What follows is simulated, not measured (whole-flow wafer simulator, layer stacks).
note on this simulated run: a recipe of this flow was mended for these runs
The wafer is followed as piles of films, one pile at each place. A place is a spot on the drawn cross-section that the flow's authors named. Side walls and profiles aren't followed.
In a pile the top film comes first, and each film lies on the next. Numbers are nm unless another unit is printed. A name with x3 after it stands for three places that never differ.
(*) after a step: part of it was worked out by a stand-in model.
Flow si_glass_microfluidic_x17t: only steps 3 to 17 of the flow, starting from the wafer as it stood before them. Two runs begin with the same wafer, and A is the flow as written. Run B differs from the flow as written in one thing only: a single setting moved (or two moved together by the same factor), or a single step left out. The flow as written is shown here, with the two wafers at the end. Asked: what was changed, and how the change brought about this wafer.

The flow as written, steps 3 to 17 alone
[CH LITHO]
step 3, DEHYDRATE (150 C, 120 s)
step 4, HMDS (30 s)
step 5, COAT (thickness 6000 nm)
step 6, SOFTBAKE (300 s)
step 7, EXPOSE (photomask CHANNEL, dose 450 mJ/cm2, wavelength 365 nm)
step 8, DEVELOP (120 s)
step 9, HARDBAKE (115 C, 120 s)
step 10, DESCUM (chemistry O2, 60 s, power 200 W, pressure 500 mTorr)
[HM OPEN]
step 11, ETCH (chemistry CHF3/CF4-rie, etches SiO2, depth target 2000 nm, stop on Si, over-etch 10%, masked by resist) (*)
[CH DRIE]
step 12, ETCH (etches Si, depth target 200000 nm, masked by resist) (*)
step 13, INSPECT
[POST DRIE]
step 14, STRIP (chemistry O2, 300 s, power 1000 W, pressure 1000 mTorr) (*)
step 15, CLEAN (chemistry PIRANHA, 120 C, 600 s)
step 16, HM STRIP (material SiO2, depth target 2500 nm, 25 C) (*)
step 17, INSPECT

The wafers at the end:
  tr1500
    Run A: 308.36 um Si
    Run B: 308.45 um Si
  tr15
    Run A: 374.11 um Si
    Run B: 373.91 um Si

The reason: step 5, COAT: thickness 5437 nm was run, whereas the flow has thickness 6000 nm.

Step by step, how the change led to this:
  step 5, COAT (thickness 6000 nm)
      land, tr110, tr1500, tr15: A thick-i-line-resist gains 6000 (new film) | B thick-i-line-resist gains 5437 (new film)
  step 8, DEVELOP (120 s)
      tr110, tr1500, tr15: A thick-i-line-resist loses 6000 (all of it) | B thick-i-line-resist loses 5437 (all of it)
  step 9, HARDBAKE (115 C, 120 s)
      land: A thick-i-line-resist loses 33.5 | B thick-i-line-resist loses 29.1
  step 12, ETCH (etches Si, depth target 200000 nm, masked by resist) (*)
      tr1500: A Si loses 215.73 um | B Si loses 215.65 um
      tr15: A Si loses 149.99 um | B Si loses 150.19 um
  step 14, STRIP (chemistry O2, 300 s, power 1000 W, pressure 1000 mTorr) (*)
      land: A thick-i-line-resist loses 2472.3 (all of it) | B thick-i-line-resist loses 1914.8 (all of it)
